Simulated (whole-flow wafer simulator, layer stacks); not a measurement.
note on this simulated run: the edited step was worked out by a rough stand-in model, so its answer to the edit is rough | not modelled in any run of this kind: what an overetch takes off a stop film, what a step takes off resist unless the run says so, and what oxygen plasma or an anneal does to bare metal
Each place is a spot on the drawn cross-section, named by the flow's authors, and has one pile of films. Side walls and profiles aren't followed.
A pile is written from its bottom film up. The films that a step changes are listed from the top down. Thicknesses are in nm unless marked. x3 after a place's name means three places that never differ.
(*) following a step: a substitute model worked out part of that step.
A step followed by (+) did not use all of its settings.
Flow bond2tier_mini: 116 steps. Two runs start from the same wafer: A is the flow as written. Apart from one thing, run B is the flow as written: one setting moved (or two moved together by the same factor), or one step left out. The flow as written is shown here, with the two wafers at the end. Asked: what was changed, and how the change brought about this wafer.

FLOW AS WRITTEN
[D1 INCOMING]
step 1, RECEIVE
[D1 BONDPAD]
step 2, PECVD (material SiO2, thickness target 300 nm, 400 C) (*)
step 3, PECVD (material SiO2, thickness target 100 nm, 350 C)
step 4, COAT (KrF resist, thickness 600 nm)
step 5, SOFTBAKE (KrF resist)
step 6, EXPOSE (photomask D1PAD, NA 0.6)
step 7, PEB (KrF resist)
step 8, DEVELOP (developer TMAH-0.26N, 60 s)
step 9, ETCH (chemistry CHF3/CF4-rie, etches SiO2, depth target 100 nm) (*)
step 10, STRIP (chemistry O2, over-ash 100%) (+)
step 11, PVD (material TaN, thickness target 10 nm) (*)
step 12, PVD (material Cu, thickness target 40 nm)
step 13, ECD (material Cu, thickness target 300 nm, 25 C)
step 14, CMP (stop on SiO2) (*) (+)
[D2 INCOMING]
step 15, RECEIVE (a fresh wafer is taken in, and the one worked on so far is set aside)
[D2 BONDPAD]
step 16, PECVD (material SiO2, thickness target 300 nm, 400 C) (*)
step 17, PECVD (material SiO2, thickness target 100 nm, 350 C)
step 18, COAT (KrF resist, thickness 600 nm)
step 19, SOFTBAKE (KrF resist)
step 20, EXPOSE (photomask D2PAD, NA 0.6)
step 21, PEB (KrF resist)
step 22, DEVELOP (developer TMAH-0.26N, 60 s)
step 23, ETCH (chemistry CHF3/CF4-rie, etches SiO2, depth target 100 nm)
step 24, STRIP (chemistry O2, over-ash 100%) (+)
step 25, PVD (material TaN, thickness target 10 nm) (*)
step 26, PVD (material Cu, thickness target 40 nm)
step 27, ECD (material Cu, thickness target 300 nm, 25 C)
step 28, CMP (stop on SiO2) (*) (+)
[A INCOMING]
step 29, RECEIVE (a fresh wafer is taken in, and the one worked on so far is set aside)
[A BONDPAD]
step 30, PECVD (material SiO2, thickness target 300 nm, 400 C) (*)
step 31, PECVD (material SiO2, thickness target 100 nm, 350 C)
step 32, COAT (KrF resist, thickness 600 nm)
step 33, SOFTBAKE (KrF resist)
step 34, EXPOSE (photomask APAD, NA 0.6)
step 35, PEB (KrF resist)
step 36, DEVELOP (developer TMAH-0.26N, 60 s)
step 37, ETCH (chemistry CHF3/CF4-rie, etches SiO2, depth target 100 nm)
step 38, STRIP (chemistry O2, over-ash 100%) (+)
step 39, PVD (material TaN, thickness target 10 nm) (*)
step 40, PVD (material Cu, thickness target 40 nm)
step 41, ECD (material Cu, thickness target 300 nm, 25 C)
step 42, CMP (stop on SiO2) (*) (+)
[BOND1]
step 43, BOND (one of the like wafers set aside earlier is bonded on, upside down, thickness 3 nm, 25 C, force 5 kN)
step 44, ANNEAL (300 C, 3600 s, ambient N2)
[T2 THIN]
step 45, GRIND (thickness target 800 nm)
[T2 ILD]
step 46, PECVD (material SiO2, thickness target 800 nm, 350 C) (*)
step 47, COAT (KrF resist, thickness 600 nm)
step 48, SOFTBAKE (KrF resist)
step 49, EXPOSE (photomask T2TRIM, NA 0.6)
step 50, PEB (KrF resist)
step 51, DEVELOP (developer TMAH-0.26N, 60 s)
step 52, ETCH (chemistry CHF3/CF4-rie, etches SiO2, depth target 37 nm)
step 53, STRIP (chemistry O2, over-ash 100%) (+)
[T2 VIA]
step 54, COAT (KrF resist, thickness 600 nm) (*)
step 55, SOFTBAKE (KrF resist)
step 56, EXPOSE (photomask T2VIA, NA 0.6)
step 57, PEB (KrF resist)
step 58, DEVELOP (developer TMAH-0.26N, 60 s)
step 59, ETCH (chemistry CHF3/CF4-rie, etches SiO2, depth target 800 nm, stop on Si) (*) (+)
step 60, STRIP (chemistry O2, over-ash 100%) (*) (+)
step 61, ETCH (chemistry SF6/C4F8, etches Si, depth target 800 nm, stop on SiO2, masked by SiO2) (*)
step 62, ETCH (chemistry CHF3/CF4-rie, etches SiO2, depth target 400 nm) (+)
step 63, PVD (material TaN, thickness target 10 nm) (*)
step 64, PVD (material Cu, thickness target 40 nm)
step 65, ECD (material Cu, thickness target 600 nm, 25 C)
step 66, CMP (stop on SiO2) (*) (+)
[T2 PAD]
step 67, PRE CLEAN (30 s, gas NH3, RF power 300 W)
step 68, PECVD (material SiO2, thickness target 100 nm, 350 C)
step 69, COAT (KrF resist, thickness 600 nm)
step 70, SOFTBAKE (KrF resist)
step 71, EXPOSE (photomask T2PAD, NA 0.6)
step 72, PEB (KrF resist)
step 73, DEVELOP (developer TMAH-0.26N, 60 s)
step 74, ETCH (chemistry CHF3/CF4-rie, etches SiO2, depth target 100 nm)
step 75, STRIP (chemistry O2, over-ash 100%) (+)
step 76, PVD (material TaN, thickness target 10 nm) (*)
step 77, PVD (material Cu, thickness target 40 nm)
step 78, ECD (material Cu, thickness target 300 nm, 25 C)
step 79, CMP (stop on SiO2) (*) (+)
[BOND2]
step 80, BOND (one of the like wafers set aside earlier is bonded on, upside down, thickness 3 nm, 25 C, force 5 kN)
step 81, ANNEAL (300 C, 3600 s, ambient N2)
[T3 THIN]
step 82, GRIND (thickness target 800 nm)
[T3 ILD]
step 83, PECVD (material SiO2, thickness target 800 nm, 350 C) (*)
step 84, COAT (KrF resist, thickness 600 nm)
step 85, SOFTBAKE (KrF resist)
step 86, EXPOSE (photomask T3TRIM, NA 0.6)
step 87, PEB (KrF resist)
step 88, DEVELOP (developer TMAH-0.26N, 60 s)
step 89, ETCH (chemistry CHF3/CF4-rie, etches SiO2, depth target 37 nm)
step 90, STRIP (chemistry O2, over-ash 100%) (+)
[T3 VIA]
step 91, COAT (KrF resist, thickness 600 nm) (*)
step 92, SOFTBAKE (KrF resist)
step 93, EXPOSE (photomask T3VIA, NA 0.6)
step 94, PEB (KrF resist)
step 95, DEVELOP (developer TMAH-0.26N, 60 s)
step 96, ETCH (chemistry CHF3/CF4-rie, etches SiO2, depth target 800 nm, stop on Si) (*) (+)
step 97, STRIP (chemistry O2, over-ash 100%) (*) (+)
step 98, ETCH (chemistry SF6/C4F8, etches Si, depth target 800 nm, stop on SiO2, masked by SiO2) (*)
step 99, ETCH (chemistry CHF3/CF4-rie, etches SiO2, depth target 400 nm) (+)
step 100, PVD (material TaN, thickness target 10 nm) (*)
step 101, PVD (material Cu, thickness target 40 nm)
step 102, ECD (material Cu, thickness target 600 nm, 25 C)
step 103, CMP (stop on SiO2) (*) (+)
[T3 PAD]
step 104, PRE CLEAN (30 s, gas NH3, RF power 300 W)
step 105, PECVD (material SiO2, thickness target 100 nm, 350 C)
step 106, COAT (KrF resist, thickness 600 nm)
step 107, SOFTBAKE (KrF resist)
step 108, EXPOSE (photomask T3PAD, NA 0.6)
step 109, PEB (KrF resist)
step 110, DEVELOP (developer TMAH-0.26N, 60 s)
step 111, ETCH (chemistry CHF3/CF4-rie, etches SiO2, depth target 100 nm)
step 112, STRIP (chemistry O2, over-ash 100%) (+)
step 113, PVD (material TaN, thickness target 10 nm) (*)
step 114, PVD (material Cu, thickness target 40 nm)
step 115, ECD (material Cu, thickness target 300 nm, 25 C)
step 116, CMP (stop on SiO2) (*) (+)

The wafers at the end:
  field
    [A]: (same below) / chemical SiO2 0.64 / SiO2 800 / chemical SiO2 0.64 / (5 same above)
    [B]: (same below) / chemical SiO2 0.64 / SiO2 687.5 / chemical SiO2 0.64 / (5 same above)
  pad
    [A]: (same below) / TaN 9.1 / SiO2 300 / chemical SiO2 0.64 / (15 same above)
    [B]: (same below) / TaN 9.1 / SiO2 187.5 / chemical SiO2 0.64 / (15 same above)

What caused this: step 2, PECVD: thickness target 187.5 nm was run, whereas the flow has thickness target 300 nm.
The wafer lets one read it off: pad has SiO2 187.5, and step 2 as written asks for 300 nm.

How this came from the change, step by step:
  step 2, PECVD (material SiO2, thickness target 300 nm, 400 C) (*)
      field, pad, via: A SiO2 gains 300 (new film) | B SiO2 gains 187.5 (new film)
  step 43, BOND (one of the like wafers set aside earlier is bonded on, upside down, thickness 3 nm, 25 C, force 5 kN)
      field: A Si gains 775 um (new film), chemical SiO2 gains 0.64 (new film), SiO2 gains 400 | B Si gains 775 um (new film), chemical SiO2 gains 0.64 (new film), SiO2 gains 287.5
      pad: A Si gains 775 um (new film), chemical SiO2 gains 0.64 (new film), SiO2 gains 300 (new film), TaN gains 9.1 (new film), Cu gains 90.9 | B Si gains 775 um (new film), chemical SiO2 gains 0.64 (new film), SiO2 gains 187.5 (new film), TaN gains 9.1 (new film), Cu gains 90.9
      (and at 1 other place as well)
